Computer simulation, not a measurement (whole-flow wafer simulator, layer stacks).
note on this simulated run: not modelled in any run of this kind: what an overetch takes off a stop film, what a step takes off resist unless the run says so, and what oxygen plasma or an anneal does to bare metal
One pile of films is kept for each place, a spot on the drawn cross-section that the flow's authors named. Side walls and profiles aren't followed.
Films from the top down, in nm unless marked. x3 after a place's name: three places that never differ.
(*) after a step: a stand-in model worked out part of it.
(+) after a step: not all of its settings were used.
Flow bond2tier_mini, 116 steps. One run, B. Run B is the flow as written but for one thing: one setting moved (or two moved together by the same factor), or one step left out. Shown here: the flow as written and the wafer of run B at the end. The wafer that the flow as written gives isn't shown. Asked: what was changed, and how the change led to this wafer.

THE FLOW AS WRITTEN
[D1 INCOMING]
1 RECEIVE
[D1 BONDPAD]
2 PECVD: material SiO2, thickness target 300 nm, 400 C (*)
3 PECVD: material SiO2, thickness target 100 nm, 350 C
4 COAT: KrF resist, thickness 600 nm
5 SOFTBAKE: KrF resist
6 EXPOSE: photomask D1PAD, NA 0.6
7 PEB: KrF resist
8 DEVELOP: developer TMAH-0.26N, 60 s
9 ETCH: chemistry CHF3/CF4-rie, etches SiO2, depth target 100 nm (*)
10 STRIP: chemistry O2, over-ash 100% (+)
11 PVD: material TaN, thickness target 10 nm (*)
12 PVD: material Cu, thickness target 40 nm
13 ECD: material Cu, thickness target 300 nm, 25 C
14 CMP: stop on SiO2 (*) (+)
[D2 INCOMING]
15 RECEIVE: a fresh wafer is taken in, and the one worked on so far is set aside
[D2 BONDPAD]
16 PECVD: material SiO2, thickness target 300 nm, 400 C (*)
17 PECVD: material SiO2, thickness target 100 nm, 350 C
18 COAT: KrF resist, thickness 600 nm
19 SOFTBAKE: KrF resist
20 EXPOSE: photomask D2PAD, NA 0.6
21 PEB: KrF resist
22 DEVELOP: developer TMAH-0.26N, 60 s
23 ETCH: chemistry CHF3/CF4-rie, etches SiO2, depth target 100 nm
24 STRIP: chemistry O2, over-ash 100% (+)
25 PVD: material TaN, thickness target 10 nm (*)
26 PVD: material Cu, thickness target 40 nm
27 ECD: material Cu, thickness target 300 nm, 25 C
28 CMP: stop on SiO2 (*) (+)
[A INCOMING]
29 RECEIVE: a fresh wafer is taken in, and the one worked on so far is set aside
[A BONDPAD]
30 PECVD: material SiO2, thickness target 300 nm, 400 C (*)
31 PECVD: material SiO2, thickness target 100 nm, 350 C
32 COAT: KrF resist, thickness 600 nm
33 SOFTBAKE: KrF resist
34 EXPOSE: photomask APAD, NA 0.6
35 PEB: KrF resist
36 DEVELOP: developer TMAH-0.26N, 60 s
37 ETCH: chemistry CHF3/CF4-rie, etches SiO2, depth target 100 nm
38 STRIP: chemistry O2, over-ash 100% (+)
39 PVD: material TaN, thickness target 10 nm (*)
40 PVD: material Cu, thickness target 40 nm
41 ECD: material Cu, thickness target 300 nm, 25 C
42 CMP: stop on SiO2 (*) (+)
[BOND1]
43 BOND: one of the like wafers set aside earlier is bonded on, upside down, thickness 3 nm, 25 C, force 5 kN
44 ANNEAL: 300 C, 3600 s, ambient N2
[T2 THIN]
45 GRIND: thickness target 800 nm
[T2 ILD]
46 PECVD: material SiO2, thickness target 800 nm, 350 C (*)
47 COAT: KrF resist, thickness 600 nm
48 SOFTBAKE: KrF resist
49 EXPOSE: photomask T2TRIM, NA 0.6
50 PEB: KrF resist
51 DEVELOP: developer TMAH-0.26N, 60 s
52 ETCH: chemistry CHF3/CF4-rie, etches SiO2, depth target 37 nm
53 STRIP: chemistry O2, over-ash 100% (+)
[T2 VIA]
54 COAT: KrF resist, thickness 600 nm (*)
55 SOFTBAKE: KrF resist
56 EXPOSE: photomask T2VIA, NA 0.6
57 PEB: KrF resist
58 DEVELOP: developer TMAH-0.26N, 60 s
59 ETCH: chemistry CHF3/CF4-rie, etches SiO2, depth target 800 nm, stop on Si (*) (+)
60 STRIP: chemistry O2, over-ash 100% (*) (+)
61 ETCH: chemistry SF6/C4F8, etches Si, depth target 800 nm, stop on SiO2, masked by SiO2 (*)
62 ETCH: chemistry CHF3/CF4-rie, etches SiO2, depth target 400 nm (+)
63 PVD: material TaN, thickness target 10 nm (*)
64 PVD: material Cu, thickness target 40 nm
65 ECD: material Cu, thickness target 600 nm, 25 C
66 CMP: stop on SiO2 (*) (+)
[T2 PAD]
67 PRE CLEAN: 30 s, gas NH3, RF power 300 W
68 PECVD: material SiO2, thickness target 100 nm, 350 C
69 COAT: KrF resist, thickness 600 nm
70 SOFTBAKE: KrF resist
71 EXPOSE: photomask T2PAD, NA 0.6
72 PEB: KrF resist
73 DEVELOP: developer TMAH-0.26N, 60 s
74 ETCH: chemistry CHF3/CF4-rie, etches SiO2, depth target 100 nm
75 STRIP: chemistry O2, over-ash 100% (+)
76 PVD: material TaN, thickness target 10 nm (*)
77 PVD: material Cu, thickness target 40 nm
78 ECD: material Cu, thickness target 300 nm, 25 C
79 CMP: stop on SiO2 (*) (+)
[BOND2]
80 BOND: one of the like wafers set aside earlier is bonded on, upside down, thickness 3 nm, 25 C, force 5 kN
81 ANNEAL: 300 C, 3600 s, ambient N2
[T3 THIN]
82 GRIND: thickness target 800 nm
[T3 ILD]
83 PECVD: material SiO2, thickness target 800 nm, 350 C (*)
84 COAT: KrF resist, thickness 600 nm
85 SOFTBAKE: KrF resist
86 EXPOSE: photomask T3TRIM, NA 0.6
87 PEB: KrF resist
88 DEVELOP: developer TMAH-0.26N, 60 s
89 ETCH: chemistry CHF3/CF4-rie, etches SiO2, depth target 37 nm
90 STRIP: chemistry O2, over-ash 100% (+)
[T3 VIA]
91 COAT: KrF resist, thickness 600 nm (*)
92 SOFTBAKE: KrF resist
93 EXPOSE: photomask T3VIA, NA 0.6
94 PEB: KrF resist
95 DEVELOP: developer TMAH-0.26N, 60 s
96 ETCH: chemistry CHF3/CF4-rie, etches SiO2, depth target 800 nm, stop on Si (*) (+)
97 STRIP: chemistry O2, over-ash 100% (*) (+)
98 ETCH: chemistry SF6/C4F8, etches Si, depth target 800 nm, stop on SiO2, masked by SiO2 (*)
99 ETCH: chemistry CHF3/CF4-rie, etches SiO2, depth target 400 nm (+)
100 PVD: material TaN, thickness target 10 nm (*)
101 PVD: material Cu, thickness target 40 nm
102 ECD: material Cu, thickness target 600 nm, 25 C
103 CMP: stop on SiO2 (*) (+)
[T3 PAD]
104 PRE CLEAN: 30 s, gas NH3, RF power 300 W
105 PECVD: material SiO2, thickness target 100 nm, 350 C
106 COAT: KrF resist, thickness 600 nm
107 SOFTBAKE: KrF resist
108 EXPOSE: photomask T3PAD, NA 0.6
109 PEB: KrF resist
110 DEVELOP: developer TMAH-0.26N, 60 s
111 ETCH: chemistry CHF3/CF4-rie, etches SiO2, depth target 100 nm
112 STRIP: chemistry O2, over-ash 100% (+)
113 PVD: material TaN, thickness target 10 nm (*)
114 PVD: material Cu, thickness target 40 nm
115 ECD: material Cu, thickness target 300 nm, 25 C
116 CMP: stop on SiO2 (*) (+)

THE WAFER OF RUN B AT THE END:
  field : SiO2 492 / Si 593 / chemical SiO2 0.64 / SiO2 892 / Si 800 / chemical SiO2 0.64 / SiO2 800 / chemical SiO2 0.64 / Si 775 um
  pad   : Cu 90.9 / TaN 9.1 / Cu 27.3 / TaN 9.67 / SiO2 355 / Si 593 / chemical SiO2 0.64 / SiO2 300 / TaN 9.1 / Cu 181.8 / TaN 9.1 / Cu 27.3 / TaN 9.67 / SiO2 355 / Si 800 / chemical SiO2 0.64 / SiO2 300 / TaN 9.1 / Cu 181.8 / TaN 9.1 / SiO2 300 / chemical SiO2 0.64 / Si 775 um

The cause: step 82, GRIND: thickness target 593 nm was run, where the flow has thickness target 800 nm.
It can be read off the wafer: field has Si 593, and step 82 as written asks for 800 nm.

How the change led to this, step by step:
  82 GRIND: thickness target 800 nm
      field, pad: Si -774.41 um (as written it would be: Si -774.2 um)
